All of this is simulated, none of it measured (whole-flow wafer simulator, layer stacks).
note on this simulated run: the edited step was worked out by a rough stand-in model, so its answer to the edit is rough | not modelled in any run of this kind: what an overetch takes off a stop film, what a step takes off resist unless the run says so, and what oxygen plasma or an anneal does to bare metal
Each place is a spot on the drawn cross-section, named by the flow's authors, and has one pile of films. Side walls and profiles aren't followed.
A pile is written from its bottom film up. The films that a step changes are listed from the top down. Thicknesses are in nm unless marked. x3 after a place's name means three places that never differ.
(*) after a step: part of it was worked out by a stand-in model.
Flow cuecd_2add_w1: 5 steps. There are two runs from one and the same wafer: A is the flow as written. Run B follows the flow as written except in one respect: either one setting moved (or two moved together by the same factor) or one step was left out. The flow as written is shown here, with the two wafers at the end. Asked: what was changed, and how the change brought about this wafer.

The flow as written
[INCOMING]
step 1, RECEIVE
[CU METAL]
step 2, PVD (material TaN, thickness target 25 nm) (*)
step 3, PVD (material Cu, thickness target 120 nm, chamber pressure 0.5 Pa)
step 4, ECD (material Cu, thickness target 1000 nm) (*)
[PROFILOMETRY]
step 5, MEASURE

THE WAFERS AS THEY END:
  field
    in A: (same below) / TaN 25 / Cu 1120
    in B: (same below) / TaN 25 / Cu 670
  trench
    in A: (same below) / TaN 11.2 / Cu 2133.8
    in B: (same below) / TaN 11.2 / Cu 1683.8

The reason: step 4, ECD: thickness target 550 nm was run, whereas the flow has thickness target 1000 nm.

The path from the change to this, step by step:
  step 4, ECD (material Cu, thickness target 1000 nm) (*)
      field: A +1000 Cu | B +550 Cu
      trench: A +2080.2 Cu | B +1630.2 Cu
